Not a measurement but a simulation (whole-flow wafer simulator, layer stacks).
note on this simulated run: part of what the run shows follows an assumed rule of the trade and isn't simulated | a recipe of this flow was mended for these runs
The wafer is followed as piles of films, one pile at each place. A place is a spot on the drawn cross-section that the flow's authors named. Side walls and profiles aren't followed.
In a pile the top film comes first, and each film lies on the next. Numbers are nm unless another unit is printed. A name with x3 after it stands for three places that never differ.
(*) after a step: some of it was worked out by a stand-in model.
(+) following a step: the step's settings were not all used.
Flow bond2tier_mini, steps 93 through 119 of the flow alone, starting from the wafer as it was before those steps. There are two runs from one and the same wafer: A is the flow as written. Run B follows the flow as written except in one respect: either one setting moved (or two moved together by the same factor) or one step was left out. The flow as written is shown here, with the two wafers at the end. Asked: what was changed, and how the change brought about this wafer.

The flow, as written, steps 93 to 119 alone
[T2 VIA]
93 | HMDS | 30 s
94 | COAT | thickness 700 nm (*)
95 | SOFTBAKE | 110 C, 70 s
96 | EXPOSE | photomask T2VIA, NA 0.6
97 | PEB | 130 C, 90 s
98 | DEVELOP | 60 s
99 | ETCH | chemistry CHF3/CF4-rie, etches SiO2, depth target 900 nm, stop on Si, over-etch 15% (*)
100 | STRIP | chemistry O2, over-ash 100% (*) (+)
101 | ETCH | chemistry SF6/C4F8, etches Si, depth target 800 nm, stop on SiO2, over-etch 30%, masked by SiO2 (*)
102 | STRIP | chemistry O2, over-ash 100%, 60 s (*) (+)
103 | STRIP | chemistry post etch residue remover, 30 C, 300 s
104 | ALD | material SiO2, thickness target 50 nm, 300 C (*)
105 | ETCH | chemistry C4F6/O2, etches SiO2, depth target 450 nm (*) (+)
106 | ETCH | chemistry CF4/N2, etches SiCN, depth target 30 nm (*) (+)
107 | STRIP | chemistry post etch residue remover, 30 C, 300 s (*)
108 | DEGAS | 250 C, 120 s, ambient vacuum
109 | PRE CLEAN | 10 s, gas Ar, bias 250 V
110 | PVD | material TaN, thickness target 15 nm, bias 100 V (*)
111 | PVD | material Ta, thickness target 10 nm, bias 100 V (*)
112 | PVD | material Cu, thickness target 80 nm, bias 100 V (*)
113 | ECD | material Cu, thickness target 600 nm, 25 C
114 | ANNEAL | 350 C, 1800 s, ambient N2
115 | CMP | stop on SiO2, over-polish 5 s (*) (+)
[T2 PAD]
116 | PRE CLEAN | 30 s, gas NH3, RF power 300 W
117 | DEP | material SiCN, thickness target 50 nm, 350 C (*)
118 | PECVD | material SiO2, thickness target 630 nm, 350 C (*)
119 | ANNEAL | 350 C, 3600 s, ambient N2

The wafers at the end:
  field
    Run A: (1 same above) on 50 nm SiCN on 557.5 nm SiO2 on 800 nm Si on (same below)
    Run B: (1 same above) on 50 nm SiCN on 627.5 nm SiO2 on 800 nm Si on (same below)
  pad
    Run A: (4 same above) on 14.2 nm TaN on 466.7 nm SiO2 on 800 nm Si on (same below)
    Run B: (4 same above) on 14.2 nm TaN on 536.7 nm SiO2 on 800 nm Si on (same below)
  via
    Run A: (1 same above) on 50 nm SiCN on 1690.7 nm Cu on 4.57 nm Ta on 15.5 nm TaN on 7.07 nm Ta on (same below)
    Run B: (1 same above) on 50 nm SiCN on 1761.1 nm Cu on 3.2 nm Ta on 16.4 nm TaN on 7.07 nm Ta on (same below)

Cause: step 104, ALD: thickness target 120 nm was run, while the flow as written has thickness target 50 nm.

The path from the change to this, step by step:
  104 | ALD | material SiO2, thickness target 50 nm, 300 C (*)
      field, pad, via: A SiO2 gains 50 | B SiO2 gains 120
  105 | ETCH | chemistry C4F6/O2, etches SiO2, depth target 450 nm (*) (+)
      via: A SiO2 loses 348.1 (all of it), SiCN loses 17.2 | B SiO2 loses 418.1 (all of it), SiCN loses 5.37
  106 | ETCH | chemistry CF4/N2, etches SiCN, depth target 30 nm (*) (+)
      via: A SiCN loses 17.6 (all of it), TaN loses 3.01 | B SiCN loses 29.4 (all of it), TaN loses 0.13
  110 | PVD | material TaN, thickness target 15 nm, bias 100 V (*)
      via: A TaN gains 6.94 | B TaN gains 4.93
  111 | PVD | material Ta, thickness target 10 nm, bias 100 V (*)
      via: A Ta gains 4.57 (new film) | B Ta gains 3.2 (new film)
  112 | PVD | material Cu, thickness target 80 nm, bias 100 V (*)
      via: A Cu gains 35 (new film) | B Cu gains 21.1 (new film)
  113 | ECD | material Cu, thickness target 600 nm, 25 C
      via: A Cu gains 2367 | B Cu gains 2451.4
